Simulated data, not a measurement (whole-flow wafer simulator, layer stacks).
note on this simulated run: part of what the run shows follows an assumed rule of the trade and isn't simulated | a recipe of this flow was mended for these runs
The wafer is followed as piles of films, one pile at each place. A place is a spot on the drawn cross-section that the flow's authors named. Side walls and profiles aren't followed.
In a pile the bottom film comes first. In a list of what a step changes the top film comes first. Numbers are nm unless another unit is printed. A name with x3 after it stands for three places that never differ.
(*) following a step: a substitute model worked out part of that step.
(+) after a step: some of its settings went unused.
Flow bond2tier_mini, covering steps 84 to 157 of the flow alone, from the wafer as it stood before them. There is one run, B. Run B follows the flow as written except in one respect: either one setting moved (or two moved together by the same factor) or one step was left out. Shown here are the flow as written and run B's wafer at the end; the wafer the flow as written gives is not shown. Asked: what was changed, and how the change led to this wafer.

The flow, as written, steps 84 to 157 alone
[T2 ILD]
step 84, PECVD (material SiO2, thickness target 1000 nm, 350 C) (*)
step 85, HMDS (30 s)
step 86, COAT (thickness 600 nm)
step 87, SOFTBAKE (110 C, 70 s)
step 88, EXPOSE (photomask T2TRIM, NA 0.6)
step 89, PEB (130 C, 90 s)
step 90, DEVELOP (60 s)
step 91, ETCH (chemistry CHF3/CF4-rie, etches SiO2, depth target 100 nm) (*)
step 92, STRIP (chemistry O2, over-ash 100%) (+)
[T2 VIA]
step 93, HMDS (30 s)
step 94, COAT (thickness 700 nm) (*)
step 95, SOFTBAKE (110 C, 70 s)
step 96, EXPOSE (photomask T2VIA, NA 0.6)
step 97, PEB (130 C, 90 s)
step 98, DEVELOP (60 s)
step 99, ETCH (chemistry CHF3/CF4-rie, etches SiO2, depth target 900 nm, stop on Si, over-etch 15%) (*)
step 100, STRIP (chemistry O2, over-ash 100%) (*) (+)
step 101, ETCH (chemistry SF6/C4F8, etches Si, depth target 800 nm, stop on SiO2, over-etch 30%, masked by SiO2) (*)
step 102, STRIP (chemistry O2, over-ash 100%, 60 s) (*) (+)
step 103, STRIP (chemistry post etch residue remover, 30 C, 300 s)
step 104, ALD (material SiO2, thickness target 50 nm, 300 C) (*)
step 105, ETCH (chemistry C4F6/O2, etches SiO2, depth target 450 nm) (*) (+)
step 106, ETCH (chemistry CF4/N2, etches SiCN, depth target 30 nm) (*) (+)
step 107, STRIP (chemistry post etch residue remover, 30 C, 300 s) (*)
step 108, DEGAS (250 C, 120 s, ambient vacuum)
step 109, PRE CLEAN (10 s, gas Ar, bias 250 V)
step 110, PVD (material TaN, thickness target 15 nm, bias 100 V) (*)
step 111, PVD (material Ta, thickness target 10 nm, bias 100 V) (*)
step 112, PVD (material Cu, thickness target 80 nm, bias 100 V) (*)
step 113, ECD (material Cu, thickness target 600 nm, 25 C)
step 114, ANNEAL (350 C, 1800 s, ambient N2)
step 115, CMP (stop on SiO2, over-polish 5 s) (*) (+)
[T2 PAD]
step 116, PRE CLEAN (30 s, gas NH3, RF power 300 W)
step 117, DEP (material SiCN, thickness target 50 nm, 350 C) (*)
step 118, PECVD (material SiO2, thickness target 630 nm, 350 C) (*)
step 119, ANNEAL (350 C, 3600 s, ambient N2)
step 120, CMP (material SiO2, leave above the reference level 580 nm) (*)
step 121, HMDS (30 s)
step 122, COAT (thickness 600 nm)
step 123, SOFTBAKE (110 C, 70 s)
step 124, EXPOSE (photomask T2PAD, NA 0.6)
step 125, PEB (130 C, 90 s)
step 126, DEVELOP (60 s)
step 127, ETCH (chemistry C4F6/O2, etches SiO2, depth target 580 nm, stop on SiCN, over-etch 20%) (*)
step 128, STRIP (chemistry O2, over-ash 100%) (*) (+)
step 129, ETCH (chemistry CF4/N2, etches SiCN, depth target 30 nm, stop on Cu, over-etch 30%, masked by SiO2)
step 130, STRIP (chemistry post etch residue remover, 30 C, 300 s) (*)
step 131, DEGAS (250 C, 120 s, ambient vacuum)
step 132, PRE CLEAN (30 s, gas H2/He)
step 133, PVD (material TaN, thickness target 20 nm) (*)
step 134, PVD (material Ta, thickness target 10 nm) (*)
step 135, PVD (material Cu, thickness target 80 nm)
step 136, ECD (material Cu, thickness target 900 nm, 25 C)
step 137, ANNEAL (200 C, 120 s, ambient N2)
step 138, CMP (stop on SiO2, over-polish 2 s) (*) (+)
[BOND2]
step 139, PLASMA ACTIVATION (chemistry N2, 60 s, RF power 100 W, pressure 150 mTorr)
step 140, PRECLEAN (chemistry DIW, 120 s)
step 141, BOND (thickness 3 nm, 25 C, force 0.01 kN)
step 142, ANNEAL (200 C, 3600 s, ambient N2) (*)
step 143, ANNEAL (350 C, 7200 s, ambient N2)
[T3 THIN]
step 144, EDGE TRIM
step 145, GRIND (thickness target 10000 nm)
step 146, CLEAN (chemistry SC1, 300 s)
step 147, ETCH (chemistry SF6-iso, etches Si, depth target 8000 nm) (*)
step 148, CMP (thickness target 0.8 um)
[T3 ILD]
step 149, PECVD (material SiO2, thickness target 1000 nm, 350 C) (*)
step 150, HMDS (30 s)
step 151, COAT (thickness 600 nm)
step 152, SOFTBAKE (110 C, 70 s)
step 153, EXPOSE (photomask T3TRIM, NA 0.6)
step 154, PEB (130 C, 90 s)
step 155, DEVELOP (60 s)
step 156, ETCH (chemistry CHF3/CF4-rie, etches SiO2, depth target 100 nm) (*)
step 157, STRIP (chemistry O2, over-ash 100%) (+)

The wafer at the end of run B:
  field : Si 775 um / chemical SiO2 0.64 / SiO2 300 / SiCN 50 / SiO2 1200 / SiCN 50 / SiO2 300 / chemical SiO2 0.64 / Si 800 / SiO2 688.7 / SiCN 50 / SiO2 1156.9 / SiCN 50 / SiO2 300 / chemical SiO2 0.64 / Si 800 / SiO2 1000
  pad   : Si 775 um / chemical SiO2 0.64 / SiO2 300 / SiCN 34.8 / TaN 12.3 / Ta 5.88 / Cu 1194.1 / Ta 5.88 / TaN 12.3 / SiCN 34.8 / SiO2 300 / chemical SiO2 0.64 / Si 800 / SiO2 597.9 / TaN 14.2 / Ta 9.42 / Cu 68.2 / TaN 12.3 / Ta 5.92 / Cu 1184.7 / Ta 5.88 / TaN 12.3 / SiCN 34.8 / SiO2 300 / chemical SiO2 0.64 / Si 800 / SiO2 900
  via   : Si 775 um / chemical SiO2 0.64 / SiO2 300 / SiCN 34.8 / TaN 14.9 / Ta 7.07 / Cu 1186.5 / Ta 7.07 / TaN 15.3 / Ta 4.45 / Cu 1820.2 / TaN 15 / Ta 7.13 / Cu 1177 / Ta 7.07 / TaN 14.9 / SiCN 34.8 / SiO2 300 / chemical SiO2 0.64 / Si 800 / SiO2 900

The reason: step 84, PECVD: thickness target 1131 nm was run, while the flow as written has thickness target 1000 nm.

Step by step, how the change led to this:
  step 84, PECVD (material SiO2, thickness target 1000 nm, 350 C) (*)
      field, pad, via: SiO2 gains 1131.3 (new film) (as written it would have been: SiO2 gains 1000 (new film))
  step 99, ETCH (chemistry CHF3/CF4-rie, etches SiO2, depth target 900 nm, stop on Si, over-etch 15%) (*)
      via: SiO2 loses 1031.3 (all of it), Si loses 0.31 (as written it would have been: SiO2 loses 900 (all of it), Si loses 11.2)
  step 112, PVD (material Cu, thickness target 80 nm, bias 100 V) (*)
      via: Cu gains 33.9 (new film) (as written it would have been: Cu gains 35 (new film))
  step 113, ECD (material Cu, thickness target 600 nm, 25 C)
      via: Cu gains 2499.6 (as written it would have been: Cu gains 2367)
